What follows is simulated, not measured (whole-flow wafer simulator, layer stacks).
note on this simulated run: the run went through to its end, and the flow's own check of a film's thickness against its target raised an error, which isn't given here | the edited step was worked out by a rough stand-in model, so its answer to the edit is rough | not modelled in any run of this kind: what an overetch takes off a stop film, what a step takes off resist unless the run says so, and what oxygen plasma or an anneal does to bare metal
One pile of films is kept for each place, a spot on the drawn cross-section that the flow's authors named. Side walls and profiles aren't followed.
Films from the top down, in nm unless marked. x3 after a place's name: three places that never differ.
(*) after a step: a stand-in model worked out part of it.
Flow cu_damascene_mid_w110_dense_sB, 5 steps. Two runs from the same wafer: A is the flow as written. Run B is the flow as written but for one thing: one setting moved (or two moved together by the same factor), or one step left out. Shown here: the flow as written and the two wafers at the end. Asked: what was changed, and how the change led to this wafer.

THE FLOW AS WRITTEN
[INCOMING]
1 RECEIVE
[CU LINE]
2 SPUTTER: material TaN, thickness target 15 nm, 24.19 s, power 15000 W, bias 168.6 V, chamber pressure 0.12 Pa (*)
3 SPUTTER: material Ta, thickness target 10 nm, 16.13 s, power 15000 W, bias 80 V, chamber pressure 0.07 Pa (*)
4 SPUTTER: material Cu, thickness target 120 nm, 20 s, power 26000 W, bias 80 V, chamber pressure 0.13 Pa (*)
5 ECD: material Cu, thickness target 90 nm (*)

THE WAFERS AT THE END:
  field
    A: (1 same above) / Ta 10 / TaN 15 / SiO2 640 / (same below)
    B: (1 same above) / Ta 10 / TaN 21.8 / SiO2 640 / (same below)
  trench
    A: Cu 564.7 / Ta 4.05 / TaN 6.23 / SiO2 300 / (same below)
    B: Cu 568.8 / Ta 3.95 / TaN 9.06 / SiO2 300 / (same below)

The cause: step 2, SPUTTER: thickness target 21.8 nm was run, where the flow has thickness target 15 nm; step 2, SPUTTER: 35.08 s was run, where the flow has 24.19 s.
It can be read off the wafer: field has TaN 21.8, and step 2 as written asks for 15 nm.

How the change led to this, step by step:
  2 SPUTTER: material TaN, thickness target 15 nm, 24.19 s, power 15000 W, bias 168.6 V, chamber pressure 0.12 Pa (*)
      field: A TaN +15 (new film) | B TaN +21.8 (new film)
      trench: A TaN +6.23 (new film) | B TaN +9.06 (new film)
  4 SPUTTER: material Cu, thickness target 120 nm, 20 s, power 26000 W, bias 80 V, chamber pressure 0.13 Pa (*)
      trench: A Cu +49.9 (new film) | B Cu +48.9 (new film)
